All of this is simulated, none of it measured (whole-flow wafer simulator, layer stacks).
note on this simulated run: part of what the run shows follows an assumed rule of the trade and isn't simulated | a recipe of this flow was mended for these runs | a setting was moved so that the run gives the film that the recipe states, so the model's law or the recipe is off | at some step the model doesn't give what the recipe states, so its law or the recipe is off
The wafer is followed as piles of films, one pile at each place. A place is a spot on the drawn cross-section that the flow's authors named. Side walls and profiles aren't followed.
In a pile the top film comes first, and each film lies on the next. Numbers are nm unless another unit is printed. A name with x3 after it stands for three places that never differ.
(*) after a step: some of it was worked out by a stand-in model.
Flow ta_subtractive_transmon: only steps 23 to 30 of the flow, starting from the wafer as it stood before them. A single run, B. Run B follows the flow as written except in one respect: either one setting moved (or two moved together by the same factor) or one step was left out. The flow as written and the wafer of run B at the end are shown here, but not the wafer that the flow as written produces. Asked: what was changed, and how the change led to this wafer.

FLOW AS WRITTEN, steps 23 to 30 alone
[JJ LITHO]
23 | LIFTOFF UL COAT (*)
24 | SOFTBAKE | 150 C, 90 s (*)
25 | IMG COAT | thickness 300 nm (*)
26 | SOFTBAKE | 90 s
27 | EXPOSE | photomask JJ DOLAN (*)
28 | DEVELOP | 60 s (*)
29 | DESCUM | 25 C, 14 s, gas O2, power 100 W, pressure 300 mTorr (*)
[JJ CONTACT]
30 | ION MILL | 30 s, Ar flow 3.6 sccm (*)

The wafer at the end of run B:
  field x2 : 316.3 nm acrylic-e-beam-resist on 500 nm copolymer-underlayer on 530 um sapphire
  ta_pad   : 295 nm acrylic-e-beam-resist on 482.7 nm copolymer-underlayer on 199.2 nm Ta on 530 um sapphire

The reason: step 25, IMG COAT: thickness 348 nm was run, though the flow has thickness 300 nm.

How this came from the change, step by step:
  25 | IMG COAT | thickness 300 nm (*)
      field x2, jj_line: +348 acrylic-e-beam-resist (new film) (as written it would have been: +300 acrylic-e-beam-resist (new film))
      lead: +362 acrylic-e-beam-resist (new film) (as written it would have been: +312.5 acrylic-e-beam-resist (new film))
      (also at 2 further places)
  28 | DEVELOP | 60 s (*)
      jj_line: -348 acrylic-e-beam-resist (all of it), -500 copolymer-underlayer (all of it) (as written it would have been: -300 acrylic-e-beam-resist (all of it), -500 copolymer-underlayer (all of it))
      lead: -362 acrylic-e-beam-resist (all of it), -554.7 copolymer-underlayer (all of it) (as written it would have been: -312.5 acrylic-e-beam-resist (all of it), -554.7 copolymer-underlayer (all of it))
      (also at 1 further place)
